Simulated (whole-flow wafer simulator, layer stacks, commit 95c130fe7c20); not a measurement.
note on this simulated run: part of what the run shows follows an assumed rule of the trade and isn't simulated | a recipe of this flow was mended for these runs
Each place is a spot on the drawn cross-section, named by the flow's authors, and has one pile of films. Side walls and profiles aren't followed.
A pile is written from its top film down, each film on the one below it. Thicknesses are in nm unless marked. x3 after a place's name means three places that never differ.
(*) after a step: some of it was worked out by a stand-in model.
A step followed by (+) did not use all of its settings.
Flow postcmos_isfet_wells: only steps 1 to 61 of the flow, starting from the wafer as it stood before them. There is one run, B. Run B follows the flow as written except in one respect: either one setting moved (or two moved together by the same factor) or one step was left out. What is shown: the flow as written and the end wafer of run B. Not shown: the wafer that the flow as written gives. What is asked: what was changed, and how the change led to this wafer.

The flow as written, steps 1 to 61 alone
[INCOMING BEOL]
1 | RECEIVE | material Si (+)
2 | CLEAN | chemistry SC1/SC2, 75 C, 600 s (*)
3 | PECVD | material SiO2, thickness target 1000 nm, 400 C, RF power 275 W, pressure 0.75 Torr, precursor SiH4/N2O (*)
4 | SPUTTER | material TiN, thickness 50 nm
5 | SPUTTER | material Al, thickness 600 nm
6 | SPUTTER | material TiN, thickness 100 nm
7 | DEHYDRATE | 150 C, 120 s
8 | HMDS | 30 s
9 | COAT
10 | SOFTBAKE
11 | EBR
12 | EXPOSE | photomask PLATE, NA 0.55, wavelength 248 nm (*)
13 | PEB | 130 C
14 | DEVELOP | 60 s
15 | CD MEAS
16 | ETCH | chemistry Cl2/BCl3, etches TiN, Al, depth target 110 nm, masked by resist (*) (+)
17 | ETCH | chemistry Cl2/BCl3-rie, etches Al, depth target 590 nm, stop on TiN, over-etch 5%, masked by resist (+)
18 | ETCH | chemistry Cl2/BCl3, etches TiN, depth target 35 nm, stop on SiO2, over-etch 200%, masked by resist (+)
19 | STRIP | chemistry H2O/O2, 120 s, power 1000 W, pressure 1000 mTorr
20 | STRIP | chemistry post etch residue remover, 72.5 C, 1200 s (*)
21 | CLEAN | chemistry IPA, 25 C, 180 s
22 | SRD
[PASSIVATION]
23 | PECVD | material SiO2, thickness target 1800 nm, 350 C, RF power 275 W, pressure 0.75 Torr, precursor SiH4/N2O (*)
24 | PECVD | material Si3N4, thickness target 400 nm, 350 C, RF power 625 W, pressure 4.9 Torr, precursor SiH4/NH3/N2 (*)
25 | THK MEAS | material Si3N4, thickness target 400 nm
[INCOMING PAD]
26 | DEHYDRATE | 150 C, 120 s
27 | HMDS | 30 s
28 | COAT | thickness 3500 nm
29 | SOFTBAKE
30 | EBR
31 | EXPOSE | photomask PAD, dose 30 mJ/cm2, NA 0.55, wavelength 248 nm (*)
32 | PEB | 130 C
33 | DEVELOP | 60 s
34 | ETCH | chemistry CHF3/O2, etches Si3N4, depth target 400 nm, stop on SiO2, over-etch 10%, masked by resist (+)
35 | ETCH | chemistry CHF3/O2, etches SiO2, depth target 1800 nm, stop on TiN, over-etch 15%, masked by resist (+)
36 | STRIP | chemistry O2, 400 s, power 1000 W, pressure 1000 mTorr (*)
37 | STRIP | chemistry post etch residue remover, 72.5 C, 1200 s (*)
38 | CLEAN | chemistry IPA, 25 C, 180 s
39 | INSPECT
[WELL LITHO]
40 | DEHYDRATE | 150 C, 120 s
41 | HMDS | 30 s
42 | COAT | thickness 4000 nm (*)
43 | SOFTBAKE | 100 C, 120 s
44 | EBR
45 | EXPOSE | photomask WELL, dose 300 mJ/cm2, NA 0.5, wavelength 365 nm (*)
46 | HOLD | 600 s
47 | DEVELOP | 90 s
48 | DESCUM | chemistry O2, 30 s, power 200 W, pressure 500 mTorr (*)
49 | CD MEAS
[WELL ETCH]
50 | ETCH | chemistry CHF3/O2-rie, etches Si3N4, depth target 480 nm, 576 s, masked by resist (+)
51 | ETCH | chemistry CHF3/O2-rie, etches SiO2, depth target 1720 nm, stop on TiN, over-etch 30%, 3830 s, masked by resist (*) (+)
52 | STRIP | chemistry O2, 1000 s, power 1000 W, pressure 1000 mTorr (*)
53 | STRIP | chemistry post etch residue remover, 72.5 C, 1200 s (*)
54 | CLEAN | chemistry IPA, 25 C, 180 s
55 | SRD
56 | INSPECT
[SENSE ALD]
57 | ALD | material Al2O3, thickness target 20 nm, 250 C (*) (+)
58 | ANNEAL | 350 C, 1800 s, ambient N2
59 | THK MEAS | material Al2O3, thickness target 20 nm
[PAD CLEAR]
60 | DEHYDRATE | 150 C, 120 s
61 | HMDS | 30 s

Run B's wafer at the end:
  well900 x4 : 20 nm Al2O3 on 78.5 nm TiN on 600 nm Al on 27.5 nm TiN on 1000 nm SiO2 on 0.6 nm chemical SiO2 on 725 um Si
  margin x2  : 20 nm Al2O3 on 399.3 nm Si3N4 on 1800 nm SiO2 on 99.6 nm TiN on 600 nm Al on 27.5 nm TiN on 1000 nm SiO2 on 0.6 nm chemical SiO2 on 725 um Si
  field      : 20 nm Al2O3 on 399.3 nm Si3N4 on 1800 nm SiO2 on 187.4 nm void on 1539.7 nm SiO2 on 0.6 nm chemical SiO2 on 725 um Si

Cause: step 4, SPUTTER: thickness 27.5 nm was run, while the flow as written has thickness 50 nm.
The wafer itself shows it: well900 x4 has TiN 27.5, and step 4 as written asks for 50 nm.

The path from the change to this, step by step:
  4 | SPUTTER | material TiN, thickness 50 nm
      field, margin x2, well900 x4, pad_clr, pad_open: +27.5 TiN (new film) (in the flow as written it would be: +50 TiN (new film))
  18 | ETCH | chemistry Cl2/BCl3, etches TiN, depth target 35 nm, stop on SiO2, over-etch 200%, masked by resist (+)
      margin x2, well900 x4, pad_clr, pad_open: -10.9 thick-KrF-resist (in the flow as written it would be: -37.9 thick-KrF-resist)
      field: -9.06 TiN (all of it), -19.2 SiO2 (in the flow as written it would be: -31.6 TiN (all of it), -14.7 SiO2)
  19 | STRIP | chemistry H2O/O2, 120 s, power 1000 W, pressure 1000 mTorr
      margin x2, well900 x4, pad_clr, pad_open: -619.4 thick-KrF-resist (all of it) (in the flow as written it would be: -592.4 thick-KrF-resist (all of it))
  23 | PECVD | material SiO2, thickness target 1800 nm, 350 C, RF power 275 W, pressure 0.75 Torr, precursor SiH4/N2O (*)
      field: +1800 SiO2 (new film), +187.4 void (new film), +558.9 SiO2 (in the flow as written it would be: +1800 SiO2 (new film), +201.1 void (new film), +563.2 SiO2)
